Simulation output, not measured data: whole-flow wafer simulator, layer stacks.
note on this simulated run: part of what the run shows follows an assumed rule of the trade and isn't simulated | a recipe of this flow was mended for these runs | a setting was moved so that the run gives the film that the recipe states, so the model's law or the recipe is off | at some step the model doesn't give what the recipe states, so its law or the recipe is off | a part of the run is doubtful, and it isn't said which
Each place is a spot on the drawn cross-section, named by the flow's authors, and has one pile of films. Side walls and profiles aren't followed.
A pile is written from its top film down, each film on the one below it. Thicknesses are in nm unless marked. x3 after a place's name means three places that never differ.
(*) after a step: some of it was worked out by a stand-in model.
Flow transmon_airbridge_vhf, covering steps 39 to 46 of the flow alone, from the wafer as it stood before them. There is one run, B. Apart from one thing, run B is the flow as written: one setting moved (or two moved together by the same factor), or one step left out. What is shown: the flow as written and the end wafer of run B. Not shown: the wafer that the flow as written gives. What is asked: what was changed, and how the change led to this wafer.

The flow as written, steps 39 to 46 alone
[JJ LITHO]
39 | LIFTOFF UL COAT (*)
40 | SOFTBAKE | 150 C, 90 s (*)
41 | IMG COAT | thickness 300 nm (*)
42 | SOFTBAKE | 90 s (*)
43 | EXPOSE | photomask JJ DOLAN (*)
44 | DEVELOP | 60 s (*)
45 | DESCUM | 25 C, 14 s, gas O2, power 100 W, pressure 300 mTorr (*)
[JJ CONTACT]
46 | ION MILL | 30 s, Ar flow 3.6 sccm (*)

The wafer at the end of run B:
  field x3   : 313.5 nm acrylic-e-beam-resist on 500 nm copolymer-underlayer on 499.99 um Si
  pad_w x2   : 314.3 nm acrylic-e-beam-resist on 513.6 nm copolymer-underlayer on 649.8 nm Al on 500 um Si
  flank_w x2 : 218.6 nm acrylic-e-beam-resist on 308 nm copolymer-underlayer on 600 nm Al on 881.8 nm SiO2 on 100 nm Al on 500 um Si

What caused this: step 41, IMG COAT: thickness 345 nm was run, whereas the flow has thickness 300 nm.

How this came from the change, step by step:
  41 | IMG COAT | thickness 300 nm (*)
      field x3, jj_line, ground_far x3: acrylic-e-beam-resist gains 345 (new film) (in the flow as written it would be: acrylic-e-beam-resist gains 300 (new film))
      pad_w x2: acrylic-e-beam-resist gains 345.8 (new film) (in the flow as written it would be: acrylic-e-beam-resist gains 300.2 (new film))
      (as well as at 8 more places)
  44 | DEVELOP | 60 s (*)
      jj_line: acrylic-e-beam-resist loses 345 (all of it), copolymer-underlayer loses 500 (all of it) (in the flow as written it would be: acrylic-e-beam-resist loses 300 (all of it), copolymer-underlayer loses 500 (all of it))
